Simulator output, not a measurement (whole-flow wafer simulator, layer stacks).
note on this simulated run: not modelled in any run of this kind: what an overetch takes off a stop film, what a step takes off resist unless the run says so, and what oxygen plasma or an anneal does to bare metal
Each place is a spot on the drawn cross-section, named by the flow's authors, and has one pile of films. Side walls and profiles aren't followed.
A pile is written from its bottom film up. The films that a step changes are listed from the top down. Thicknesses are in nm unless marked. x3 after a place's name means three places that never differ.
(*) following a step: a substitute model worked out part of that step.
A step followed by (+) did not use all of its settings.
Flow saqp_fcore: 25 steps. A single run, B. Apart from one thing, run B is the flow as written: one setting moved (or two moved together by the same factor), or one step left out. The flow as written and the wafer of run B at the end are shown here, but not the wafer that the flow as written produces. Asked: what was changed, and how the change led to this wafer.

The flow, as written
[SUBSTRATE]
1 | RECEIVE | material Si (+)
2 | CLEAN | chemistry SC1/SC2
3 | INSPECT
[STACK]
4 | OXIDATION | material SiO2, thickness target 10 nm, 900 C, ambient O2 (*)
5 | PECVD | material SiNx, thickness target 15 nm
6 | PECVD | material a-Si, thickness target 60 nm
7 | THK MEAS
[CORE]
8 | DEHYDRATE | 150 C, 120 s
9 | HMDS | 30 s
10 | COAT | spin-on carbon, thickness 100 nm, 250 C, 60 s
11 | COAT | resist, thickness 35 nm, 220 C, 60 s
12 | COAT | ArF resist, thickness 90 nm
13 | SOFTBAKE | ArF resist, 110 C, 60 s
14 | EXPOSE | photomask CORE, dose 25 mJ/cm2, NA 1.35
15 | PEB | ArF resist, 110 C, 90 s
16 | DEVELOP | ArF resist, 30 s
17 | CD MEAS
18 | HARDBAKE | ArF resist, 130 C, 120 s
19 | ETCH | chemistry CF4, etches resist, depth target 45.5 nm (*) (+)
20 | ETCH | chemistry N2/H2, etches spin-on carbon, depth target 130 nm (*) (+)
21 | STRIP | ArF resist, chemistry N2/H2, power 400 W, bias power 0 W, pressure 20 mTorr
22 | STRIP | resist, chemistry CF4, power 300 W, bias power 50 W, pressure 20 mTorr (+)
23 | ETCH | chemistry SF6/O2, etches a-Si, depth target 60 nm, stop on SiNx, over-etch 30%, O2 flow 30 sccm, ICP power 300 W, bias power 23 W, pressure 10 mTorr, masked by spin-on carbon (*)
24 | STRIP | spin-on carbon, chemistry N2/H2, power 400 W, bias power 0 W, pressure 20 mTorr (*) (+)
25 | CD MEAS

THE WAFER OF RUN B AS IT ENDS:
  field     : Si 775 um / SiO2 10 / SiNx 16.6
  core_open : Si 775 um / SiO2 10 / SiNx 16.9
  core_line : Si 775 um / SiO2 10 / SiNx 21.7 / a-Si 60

Cause: step 5, PECVD: thickness target 21.7 nm was run, though the flow has thickness target 15 nm.
The wafer itself shows it: core_line has SiNx 21.7, and step 5 as written asks for 15 nm.

The path from the change to this, step by step:
  5 | PECVD | material SiNx, thickness target 15 nm
      field, core_open, core_line: +21.7 SiNx (new film) (as written it would have been: +15 SiNx (new film))
